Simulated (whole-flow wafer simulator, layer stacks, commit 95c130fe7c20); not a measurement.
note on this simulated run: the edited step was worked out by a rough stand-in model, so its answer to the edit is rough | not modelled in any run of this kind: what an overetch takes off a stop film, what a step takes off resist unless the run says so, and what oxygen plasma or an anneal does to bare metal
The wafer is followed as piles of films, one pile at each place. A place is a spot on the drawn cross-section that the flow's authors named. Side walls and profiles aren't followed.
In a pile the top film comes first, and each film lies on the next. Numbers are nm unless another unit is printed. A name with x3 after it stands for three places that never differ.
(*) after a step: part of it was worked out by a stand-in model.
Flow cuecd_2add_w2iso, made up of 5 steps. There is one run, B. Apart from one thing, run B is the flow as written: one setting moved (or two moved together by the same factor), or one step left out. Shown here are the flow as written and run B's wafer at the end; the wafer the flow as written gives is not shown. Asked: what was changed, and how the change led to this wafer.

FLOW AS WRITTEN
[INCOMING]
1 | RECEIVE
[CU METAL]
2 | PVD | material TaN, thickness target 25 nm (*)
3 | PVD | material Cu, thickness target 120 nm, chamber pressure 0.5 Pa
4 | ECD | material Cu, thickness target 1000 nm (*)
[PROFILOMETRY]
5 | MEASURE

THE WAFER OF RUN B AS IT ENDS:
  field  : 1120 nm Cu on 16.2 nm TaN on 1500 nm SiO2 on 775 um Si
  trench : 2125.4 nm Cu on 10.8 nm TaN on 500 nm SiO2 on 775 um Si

Cause: step 2, PVD: thickness target 16.2 nm was run, though the flow has thickness target 25 nm.
The wafer itself shows it: field has TaN 16.2, and step 2 as written asks for 25 nm.

Step by step, how the change led to this:
  2 | PVD | material TaN, thickness target 25 nm (*)
      field: TaN gains 16.2 (new film) (it would be, as written: TaN gains 25 (new film))
      trench: TaN gains 10.8 (new film) (it would be, as written: TaN gains 16.6 (new film))
